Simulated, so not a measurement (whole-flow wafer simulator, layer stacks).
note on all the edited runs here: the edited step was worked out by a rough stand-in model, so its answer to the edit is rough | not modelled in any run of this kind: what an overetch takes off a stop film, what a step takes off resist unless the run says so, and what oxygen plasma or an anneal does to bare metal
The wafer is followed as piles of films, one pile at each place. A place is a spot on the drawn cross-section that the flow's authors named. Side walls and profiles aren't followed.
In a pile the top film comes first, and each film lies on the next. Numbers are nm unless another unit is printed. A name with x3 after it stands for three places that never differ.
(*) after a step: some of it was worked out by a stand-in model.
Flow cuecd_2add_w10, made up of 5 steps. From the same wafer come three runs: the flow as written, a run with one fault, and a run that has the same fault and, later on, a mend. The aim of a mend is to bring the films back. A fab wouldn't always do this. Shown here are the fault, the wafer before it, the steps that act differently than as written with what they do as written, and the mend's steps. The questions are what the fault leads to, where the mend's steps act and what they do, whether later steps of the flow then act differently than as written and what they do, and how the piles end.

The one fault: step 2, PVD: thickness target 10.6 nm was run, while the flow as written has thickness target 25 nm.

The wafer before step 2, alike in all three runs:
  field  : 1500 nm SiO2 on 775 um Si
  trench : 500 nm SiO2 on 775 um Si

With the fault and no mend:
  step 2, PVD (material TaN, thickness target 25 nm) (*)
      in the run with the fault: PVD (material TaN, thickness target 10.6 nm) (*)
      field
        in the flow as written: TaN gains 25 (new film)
        in the run with the fault: TaN gains 10.6 (new film)
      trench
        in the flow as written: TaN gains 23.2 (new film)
        in the run with the fault: TaN gains 9.83 (new film)
  Every later step of the flow that is run acts as written at every place that is followed.
  At field, trench, the piles at the end differ from the flow's by more than 2% or 0.5 nm, whichever is larger.
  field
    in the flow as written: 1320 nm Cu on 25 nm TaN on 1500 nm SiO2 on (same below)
    in the run with the fault: 1320 nm Cu on 10.6 nm TaN on 1500 nm SiO2 on (same below)
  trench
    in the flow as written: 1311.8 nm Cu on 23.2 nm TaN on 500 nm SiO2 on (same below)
    in the run with the fault: 1311.8 nm Cu on 9.83 nm TaN on 500 nm SiO2 on (same below)

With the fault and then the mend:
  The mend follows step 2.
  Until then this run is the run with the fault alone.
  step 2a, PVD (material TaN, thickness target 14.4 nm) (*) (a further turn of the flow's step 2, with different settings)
      field
        TaN gains 14.4
      trench
        TaN gains 13.4
  Every later step of the flow that is run acts as written at every place that is followed.
  At every place that both follow, the piles at the end match the flow's.
